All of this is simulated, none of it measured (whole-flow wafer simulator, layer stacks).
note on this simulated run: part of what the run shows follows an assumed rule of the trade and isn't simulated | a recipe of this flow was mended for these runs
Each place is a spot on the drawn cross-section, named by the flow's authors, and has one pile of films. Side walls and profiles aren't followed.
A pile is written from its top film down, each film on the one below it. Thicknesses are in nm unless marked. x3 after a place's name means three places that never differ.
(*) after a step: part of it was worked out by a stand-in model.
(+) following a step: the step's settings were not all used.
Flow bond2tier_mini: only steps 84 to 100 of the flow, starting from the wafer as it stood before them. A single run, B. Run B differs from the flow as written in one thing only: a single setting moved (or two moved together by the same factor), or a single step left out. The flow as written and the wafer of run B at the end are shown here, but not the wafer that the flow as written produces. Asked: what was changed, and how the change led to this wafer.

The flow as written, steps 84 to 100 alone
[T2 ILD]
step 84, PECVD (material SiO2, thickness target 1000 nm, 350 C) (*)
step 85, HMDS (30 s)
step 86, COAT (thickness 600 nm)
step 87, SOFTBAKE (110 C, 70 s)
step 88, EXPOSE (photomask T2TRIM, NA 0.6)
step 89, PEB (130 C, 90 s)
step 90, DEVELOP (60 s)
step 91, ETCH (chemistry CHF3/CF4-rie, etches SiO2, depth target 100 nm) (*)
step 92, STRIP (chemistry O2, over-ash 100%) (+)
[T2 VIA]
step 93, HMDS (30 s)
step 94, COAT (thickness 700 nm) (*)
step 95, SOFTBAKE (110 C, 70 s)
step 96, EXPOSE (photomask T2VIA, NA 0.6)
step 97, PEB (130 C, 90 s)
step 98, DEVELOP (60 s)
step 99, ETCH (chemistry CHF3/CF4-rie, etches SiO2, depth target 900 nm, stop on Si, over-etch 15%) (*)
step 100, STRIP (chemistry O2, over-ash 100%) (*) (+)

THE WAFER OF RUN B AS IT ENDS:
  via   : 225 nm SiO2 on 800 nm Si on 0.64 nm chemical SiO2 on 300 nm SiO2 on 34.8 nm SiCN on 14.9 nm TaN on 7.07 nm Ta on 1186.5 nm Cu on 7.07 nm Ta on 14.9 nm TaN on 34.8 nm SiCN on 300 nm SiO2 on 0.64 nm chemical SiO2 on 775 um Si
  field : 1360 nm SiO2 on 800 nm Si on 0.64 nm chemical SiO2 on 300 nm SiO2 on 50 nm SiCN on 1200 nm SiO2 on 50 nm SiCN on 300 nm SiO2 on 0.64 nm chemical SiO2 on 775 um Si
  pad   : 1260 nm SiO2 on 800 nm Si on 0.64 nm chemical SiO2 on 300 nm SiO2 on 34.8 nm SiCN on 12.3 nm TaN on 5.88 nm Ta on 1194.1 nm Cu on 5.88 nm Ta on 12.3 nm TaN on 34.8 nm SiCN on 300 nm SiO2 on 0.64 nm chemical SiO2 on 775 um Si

The reason: step 84, PECVD: thickness target 1360 nm was run, whereas the flow has thickness target 1000 nm.
The wafer itself shows it: field has SiO2 1360, and step 84 as written asks for 1000 nm.

The path from the change to this, step by step:
  step 84, PECVD (material SiO2, thickness target 1000 nm, 350 C) (*)
      field, pad, via: +1360 SiO2 (new film) (in the flow as written it would be: +1000 SiO2 (new film))
  step 99, ETCH (chemistry CHF3/CF4-rie, etches SiO2, depth target 900 nm, stop on Si, over-etch 15%) (*)
      via: -1035 SiO2 (in the flow as written it would be: -900 SiO2 (all of it), -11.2 Si)
